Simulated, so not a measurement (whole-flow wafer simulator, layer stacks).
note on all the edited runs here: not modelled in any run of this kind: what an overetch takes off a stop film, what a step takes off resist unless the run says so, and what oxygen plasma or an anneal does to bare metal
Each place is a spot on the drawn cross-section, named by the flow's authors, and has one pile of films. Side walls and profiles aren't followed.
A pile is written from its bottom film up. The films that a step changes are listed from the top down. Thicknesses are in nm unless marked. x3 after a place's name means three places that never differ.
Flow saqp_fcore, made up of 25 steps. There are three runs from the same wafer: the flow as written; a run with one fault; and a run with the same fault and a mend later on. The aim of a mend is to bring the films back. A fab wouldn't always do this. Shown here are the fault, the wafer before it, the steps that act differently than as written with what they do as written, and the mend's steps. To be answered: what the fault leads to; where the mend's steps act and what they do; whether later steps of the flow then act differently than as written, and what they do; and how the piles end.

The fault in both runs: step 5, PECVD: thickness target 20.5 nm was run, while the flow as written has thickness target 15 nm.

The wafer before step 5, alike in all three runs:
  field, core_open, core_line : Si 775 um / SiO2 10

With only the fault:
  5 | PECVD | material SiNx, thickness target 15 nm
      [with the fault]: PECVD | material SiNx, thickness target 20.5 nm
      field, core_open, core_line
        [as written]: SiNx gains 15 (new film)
        [with the fault]: SiNx gains 20.5 (new film)
  Later steps of the flow that are run all act as written at every place that is followed.
  At field, core_open, core_line, the piles at the end differ from the flow's by more than 2% or 0.5 nm, whichever is larger.
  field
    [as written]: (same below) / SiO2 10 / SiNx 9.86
    [with the fault]: (same below) / SiO2 10 / SiNx 15.4
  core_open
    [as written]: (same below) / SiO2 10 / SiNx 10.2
    [with the fault]: (same below) / SiO2 10 / SiNx 15.7
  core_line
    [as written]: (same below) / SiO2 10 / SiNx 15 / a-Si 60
    [with the fault]: (same below) / SiO2 10 / SiNx 20.5 / a-Si 60

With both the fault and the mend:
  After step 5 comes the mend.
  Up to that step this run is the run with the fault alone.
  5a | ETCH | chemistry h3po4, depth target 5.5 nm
      field, core_open, core_line
        SiNx loses 5.5
  Later steps of the flow that are run all act as written at every place that is followed.
  By the end, the piles equal the flow's at every place that both follow.
